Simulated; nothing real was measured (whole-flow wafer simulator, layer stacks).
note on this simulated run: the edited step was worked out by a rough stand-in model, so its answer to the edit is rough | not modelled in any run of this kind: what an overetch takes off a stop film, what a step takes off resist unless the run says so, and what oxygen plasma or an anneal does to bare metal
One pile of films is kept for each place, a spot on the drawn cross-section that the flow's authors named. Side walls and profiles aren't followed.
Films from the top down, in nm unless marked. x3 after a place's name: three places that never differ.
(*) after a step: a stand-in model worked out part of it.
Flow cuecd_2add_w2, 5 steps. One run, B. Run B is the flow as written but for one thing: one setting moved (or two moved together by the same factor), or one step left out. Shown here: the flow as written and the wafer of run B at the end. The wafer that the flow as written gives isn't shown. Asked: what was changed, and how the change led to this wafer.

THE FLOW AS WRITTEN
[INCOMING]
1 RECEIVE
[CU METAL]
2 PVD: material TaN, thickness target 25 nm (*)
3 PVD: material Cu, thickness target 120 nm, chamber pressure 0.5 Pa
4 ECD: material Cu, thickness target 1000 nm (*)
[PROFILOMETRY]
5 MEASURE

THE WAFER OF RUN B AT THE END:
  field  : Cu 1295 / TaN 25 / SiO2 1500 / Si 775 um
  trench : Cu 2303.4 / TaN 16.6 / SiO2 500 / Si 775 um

The cause: step 4, ECD: thickness target 1175 nm was run, where the flow has thickness target 1000 nm.

How the change led to this, step by step:
  4 ECD: material Cu, thickness target 1000 nm (*)
      field: Cu +1175 (as written it would be: Cu +1000)
      trench: Cu +2222.6 (as written it would be: Cu +2047.6)
